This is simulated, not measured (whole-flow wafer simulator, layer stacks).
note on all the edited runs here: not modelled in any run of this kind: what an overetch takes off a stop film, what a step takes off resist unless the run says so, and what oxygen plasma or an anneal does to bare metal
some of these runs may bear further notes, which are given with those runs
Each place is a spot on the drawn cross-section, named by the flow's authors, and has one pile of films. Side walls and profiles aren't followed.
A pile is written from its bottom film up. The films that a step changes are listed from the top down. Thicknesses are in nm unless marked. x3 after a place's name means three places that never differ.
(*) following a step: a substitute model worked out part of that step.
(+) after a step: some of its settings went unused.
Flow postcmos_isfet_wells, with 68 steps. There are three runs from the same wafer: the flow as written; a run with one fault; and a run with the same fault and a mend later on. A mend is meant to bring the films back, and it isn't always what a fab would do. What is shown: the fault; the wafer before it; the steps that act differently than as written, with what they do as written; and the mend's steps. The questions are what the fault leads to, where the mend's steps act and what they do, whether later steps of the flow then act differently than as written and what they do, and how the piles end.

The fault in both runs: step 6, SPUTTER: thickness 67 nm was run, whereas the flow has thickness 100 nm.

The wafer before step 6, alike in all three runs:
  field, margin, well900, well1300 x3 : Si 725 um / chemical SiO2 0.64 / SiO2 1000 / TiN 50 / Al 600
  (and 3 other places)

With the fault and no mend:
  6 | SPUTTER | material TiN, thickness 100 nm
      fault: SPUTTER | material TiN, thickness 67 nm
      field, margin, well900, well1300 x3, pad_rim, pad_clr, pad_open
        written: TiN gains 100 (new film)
        fault: TiN gains 67 (new film)
  Steps further on in the flow that do not act as written:
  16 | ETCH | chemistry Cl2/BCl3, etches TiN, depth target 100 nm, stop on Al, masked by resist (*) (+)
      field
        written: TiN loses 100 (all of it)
        fault: TiN loses 67 (all of it)
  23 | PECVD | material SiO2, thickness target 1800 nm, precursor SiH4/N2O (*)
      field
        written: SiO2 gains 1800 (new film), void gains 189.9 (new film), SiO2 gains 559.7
        fault: SiO2 gains 1800 (new film), void gains 165.2 (new film), SiO2 gains 551.4
  The piles end different from the flow's at field, margin, well900, well1300 x3, pad_rim, pad_clr, pad_open by more than 2% or 0.5 nm, whichever is larger.
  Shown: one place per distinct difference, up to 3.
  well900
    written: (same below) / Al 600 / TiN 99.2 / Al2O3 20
    fault: (same below) / Al 600 / TiN 66.2 / Al2O3 20
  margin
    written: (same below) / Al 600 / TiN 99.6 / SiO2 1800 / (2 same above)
    fault: (same below) / Al 600 / TiN 66.6 / SiO2 1800 / (2 same above)
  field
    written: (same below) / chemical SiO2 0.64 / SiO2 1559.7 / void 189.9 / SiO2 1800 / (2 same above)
    fault: (same below) / chemical SiO2 0.64 / SiO2 1551.4 / void 165.2 / SiO2 1800 / (2 same above)

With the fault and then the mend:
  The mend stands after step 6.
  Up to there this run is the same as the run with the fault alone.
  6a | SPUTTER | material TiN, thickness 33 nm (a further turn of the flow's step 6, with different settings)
      field, margin, well900, well1300 x3, pad_rim, pad_clr, pad_open
        TiN gains 33
  Every later step of the flow that is run acts as written at every place that is followed.
  At every place that both follow, the piles at the end match the flow's.
